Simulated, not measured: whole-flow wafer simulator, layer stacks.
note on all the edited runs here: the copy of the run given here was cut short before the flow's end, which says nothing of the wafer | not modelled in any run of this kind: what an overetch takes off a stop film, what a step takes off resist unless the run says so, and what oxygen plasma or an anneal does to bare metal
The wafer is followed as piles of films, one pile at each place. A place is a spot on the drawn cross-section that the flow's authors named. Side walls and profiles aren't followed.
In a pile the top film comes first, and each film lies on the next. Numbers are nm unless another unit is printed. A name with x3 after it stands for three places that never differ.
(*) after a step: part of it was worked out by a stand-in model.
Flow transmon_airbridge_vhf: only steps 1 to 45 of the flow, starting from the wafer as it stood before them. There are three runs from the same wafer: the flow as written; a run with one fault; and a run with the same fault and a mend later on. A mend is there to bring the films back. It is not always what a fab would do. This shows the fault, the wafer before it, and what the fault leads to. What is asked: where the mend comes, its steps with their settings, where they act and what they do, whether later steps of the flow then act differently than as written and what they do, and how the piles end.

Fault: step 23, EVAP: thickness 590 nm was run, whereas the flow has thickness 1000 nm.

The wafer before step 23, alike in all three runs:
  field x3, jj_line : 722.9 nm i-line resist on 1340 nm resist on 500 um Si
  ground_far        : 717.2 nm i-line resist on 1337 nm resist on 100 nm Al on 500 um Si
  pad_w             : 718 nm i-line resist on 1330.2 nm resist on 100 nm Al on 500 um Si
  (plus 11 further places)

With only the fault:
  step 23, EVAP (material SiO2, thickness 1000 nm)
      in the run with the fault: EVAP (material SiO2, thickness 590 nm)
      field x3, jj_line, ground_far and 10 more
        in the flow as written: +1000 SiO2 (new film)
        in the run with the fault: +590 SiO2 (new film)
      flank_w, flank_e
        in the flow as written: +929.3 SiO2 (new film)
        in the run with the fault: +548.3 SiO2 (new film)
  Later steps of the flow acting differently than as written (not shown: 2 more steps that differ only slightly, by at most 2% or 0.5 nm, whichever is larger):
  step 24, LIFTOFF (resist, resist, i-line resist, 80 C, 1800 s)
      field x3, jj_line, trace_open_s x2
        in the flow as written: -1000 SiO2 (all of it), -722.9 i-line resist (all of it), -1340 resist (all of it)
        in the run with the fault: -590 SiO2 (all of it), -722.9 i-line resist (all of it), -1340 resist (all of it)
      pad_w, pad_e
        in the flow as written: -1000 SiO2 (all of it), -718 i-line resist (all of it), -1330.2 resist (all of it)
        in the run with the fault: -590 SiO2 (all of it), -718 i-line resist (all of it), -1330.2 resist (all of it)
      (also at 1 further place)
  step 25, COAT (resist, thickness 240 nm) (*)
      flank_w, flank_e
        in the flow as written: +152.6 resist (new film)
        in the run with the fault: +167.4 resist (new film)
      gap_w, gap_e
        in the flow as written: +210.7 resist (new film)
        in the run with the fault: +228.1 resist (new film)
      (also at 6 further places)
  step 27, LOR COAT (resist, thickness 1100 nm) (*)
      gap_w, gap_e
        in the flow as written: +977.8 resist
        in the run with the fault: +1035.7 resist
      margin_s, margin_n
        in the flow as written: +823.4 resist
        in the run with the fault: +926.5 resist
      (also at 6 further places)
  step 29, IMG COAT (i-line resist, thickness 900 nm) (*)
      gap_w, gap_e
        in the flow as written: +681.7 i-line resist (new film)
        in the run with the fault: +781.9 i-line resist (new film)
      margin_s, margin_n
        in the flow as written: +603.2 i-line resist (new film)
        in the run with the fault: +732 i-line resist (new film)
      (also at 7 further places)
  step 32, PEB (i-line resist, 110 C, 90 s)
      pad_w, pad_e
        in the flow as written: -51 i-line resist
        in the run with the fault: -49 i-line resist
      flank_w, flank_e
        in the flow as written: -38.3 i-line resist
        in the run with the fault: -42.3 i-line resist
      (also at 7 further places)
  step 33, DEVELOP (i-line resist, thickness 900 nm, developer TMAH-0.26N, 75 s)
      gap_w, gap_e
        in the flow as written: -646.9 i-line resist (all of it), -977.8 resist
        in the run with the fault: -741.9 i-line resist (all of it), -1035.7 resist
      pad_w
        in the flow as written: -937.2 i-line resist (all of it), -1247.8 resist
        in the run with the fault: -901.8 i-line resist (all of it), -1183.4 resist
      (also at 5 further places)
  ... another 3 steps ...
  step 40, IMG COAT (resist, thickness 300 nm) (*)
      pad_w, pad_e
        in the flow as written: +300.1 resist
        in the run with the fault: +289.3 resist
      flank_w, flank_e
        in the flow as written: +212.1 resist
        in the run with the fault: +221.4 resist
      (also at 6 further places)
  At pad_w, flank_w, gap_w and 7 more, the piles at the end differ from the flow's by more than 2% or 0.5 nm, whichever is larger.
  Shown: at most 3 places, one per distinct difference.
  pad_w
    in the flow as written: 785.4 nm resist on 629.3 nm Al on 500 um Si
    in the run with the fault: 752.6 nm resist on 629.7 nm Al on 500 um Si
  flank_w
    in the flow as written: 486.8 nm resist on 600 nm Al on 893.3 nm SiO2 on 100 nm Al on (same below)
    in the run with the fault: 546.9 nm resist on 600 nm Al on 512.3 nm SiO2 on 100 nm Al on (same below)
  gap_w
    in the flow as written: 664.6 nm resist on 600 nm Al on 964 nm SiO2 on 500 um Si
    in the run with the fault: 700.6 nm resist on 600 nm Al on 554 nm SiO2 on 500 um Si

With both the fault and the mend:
  The mend stands after step 23.
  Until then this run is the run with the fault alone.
  step 23a, EVAP (material SiO2, thickness 410 nm) (a further turn of the flow's step 23, with different settings)
      field x3, jj_line, ground_far and 10 more
        +410 SiO2
      flank_w, flank_e
        +381.4 SiO2
  Every later step of the flow that is run acts as written, at every place that is followed, to within 2% or 0.5 nm, whichever is larger.
  When the end is reached, the piles differ only a little from the flow's at the places that both follow, at most by 2% or 0.5 nm, whichever is larger.
